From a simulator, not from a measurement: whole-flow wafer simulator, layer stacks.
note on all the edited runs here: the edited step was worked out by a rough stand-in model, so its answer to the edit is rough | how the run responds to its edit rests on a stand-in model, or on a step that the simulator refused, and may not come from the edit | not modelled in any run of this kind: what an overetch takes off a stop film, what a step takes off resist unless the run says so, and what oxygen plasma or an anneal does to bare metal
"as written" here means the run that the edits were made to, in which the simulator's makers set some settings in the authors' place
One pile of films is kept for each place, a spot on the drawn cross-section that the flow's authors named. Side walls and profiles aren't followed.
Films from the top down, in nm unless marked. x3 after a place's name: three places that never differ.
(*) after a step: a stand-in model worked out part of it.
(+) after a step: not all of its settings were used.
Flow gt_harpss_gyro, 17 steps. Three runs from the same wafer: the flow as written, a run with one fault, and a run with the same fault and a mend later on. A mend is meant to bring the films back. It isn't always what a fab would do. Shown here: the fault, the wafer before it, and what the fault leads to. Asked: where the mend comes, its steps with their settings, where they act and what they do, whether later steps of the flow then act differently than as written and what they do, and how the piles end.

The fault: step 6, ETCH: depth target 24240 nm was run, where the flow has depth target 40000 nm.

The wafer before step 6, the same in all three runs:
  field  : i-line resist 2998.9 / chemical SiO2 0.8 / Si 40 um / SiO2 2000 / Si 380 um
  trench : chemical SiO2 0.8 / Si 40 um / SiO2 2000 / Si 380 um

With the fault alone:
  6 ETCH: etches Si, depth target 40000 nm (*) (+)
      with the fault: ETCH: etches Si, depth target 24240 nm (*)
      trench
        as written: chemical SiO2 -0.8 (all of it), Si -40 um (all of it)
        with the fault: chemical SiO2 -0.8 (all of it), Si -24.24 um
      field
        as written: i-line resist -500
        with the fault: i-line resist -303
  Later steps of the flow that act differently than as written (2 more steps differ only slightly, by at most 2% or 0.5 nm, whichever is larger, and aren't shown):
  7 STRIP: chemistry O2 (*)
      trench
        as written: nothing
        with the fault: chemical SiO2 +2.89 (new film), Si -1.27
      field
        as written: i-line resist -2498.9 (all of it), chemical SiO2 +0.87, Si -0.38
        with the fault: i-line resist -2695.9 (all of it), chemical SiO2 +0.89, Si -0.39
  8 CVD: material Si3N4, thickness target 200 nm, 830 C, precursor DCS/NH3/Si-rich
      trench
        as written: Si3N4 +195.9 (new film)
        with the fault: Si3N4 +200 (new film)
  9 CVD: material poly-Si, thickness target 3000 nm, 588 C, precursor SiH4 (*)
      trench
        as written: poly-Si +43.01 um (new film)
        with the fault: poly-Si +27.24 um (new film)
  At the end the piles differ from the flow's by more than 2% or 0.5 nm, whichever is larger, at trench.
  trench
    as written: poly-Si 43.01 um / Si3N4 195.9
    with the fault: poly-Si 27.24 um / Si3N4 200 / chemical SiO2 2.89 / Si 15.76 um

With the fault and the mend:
  The mend comes after step 6.
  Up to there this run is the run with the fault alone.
  6a ETCH: etches Si, depth target 15760 nm (*) (+) (the flow's step 6 once more, with other settings)
      field
        i-line resist -197
      trench
        Si -15.76 um (all of it)
  No later step of the flow acts differently than as written at any place that is followed.
  At the end the piles are the same as the flow's at every place that both follow.
